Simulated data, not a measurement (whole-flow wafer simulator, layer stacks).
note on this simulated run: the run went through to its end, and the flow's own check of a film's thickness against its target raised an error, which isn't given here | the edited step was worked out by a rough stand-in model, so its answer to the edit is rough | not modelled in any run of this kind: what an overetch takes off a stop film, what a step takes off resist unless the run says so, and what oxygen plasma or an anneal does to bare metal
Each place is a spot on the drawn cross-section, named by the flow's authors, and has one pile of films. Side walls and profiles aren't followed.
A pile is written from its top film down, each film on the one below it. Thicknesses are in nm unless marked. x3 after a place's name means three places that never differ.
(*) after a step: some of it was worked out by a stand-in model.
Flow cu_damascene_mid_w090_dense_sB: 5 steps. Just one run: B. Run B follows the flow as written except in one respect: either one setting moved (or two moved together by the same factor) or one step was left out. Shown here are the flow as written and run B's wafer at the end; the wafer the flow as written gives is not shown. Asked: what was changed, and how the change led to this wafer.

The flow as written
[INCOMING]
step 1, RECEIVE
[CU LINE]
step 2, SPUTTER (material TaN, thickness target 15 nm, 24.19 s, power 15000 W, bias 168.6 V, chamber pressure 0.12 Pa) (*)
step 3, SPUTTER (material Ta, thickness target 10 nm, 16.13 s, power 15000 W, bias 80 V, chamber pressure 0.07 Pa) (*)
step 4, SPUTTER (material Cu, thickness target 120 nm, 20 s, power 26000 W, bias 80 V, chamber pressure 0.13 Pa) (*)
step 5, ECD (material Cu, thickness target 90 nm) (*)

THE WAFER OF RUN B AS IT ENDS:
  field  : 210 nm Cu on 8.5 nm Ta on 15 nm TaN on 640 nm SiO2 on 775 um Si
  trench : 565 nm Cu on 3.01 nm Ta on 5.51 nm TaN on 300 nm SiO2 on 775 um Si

The reason: step 3, SPUTTER: thickness target 8.5 nm was run, whereas the flow has thickness target 10 nm; step 3, SPUTTER: 13.71 s was run, where the flow has 16.13 s.
The wafer itself shows it: field has Ta 8.5, and step 3 as written asks for 10 nm.

The path from the change to this, step by step:
  step 3, SPUTTER (material Ta, thickness target 10 nm, 16.13 s, power 15000 W, bias 80 V, chamber pressure 0.07 Pa) (*)
      field: Ta gains 8.5 (new film) (as written it would have been: Ta gains 10 (new film))
      trench: Ta gains 3.01 (new film) (as written it would have been: Ta gains 3.55 (new film))
